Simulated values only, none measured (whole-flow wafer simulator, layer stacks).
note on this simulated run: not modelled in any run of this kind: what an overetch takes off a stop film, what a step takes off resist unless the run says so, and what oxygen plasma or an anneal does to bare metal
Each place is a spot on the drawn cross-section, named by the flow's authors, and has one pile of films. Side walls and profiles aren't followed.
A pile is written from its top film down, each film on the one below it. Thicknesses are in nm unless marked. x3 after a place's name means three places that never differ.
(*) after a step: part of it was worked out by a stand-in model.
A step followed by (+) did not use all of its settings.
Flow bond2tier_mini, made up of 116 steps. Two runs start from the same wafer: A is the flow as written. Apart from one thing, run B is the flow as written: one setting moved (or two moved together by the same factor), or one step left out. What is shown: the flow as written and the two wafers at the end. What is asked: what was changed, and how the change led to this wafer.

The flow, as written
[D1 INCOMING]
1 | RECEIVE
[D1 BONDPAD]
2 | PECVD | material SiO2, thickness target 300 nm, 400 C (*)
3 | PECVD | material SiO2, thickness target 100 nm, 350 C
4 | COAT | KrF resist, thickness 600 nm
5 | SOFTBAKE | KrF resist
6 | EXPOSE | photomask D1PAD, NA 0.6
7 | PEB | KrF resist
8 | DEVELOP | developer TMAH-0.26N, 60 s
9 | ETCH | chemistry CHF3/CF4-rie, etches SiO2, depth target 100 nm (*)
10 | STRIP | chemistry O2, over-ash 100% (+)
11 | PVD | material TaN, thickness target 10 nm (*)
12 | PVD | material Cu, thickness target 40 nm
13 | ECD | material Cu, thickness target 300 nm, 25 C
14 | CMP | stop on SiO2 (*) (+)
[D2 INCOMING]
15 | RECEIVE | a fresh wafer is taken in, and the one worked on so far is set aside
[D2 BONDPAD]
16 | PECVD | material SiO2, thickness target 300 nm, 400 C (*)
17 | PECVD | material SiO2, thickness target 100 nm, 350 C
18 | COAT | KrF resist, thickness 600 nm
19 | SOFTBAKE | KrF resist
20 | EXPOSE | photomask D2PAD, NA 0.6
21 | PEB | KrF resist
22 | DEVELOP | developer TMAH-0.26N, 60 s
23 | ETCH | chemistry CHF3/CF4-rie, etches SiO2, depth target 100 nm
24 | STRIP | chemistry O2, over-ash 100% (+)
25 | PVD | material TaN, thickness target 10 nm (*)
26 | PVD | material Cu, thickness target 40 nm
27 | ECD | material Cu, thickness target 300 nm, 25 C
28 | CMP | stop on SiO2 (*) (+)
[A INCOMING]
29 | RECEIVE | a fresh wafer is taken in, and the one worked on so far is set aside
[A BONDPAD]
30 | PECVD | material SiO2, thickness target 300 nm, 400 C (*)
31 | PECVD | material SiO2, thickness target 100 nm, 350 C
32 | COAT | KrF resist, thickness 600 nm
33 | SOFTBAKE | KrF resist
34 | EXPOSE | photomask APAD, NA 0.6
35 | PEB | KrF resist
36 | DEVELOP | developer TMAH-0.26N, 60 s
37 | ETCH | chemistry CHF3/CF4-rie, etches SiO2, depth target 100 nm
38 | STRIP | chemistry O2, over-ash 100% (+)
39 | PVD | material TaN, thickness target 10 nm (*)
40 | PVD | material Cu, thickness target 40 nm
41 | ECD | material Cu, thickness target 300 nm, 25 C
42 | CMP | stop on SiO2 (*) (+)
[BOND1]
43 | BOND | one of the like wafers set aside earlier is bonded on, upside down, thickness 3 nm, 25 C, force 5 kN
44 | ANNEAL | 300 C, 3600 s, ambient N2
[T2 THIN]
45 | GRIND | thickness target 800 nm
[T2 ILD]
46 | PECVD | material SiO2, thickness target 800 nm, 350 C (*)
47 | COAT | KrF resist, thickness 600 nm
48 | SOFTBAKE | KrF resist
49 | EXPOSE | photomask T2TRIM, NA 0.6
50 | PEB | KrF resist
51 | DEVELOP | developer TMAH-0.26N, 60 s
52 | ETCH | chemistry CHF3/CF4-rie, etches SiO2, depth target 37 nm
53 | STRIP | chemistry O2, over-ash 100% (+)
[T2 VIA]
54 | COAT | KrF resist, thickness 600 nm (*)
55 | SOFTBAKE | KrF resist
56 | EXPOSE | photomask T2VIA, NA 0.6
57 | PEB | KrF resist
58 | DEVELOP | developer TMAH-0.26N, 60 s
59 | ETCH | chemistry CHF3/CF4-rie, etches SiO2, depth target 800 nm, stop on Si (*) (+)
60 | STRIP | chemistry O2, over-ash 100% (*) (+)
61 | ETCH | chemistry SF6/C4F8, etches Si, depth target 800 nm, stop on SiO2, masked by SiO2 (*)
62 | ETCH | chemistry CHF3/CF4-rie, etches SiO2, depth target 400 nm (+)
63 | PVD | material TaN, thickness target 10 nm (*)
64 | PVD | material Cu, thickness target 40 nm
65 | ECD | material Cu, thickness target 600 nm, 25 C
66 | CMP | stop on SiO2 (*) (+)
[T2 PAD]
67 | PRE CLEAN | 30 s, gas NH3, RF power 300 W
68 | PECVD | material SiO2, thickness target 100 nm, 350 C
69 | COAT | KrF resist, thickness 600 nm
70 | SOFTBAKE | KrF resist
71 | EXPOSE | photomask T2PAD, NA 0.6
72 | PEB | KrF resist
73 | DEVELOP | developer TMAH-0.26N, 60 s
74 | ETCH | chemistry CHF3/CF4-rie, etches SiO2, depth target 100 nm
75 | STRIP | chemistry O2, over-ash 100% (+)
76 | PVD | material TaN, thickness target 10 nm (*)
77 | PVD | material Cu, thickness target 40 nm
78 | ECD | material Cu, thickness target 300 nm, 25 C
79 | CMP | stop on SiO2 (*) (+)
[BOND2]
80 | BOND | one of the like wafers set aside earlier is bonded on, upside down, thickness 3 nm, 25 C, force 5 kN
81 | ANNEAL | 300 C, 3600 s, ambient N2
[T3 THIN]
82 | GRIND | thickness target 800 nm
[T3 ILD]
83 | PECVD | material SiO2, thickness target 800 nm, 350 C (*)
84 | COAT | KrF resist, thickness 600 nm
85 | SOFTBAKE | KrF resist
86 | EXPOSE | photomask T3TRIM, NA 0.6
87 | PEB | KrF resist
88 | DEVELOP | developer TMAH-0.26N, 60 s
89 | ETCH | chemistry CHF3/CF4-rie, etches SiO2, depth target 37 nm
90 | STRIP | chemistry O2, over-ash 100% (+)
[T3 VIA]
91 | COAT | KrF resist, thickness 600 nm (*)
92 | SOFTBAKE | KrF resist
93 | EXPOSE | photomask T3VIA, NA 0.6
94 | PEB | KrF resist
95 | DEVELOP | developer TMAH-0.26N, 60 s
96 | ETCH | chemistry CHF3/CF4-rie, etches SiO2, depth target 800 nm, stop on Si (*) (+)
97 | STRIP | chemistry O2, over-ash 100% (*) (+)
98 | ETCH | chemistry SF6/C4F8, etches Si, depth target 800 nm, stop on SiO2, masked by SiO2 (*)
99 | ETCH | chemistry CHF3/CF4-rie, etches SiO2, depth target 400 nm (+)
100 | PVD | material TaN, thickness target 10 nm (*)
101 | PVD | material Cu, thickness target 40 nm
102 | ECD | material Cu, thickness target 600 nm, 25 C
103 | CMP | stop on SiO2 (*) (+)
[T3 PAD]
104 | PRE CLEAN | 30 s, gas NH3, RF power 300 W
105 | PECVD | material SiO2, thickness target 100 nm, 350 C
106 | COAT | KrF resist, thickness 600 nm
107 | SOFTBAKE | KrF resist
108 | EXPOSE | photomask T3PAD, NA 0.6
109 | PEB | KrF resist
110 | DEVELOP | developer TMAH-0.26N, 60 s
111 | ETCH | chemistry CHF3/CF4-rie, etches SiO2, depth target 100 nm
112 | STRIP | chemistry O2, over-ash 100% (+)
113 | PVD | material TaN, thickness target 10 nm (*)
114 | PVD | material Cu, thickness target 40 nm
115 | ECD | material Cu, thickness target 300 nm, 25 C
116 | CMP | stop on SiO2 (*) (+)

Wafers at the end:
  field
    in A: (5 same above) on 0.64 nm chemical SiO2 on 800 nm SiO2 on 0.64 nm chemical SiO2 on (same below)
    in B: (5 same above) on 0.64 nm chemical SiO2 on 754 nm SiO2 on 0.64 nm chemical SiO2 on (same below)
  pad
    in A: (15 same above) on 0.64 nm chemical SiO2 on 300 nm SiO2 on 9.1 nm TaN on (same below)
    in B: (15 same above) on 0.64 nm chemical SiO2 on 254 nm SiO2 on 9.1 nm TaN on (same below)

What caused this: step 3, PECVD: thickness target 54 nm was run, whereas the flow has thickness target 100 nm.

Step by step, how the change led to this:
  3 | PECVD | material SiO2, thickness target 100 nm, 350 C
      field, pad, via: A +100 SiO2 | B +54 SiO2
  43 | BOND | one of the like wafers set aside earlier is bonded on, upside down, thickness 3 nm, 25 C, force 5 kN
      field: A +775 um Si (new film), +0.64 chemical SiO2 (new film), +400 SiO2 | B +775 um Si (new film), +0.64 chemical SiO2 (new film), +354 SiO2
      pad: A +775 um Si (new film), +0.64 chemical SiO2 (new film), +300 SiO2 (new film), +9.1 TaN (new film), +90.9 Cu | B +775 um Si (new film), +0.64 chemical SiO2 (new film), +254 SiO2 (new film), +9.1 TaN (new film), +90.9 Cu
      (and at 1 other place as well)
